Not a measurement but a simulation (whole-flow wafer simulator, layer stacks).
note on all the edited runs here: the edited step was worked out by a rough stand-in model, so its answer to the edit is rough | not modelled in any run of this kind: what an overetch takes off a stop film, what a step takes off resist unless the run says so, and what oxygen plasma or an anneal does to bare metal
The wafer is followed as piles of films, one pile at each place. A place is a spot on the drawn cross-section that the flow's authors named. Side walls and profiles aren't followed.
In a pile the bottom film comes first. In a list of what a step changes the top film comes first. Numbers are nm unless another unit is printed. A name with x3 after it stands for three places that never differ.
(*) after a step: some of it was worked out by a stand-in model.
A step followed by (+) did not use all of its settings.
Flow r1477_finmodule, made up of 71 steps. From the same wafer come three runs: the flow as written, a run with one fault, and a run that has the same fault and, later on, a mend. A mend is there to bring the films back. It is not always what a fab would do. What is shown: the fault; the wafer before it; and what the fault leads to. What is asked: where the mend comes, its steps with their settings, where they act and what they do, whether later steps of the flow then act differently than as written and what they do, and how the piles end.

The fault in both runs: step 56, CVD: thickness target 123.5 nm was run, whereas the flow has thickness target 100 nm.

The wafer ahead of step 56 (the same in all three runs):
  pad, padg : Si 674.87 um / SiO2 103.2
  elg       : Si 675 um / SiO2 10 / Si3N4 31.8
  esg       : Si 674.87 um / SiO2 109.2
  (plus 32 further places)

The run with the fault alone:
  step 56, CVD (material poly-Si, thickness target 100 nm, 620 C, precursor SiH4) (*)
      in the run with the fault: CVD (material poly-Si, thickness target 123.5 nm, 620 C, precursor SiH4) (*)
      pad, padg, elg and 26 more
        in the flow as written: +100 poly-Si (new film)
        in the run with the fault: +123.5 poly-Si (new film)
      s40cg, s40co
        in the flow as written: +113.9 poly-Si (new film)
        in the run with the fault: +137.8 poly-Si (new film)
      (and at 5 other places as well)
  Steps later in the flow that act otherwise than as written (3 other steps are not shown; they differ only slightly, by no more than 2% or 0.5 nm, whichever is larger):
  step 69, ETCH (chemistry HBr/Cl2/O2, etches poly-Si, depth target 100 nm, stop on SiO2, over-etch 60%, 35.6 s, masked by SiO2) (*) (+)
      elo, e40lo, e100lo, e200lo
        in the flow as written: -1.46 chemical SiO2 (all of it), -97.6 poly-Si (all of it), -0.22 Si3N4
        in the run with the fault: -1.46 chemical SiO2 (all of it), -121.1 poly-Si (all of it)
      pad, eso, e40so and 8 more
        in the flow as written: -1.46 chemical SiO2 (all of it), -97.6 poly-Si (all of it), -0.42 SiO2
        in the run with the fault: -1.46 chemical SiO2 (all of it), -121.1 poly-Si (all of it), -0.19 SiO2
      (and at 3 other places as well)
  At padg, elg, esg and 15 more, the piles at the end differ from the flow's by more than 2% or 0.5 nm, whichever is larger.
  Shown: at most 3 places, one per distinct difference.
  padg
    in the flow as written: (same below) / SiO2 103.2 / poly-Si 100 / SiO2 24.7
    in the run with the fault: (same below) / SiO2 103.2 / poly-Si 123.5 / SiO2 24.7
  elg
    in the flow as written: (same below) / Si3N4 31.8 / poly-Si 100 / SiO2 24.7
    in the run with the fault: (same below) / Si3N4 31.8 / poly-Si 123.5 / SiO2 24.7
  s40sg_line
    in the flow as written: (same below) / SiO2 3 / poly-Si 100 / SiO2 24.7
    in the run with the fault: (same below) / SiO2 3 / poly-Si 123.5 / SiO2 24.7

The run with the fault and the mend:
  The mend follows step 56.
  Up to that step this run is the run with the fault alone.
  step 56a, ETCH (chemistry tmah, depth target 219.8 nm)
      pad, padg, elg and 26 more
        -123.5 poly-Si (all of it)
      s40cg, s40co
        -137.8 poly-Si (all of it)
      s45cg, s45co
        -137.4 poly-Si (all of it)
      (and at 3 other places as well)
  step 56b, CLEAN (chemistry SC1, 46 C, 45 s) (*) (a further turn of the flow's step 48)
      s40sg_line, s45sg_line, s50sg_line, s40so_line, s45so_line, s50so_line
        -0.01 SiO2
  step 56c, CVD (material poly-Si, thickness target 100 nm, 620 C, precursor SiH4) (*) (a further turn of the flow's step 56)
      pad, padg, elg and 26 more
        +100 poly-Si (new film)
      s40cg, s40co
        +113.9 poly-Si (new film)
      s45cg, s45co
        +113.4 poly-Si (new film)
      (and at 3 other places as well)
  Every later step of the flow that is run acts as written, at every place that is followed, to within 2% or 0.5 nm, whichever is larger.
  At the end the piles are close to the flow's at the places that both follow, differing by at most 2% or 0.5 nm, whichever is larger.
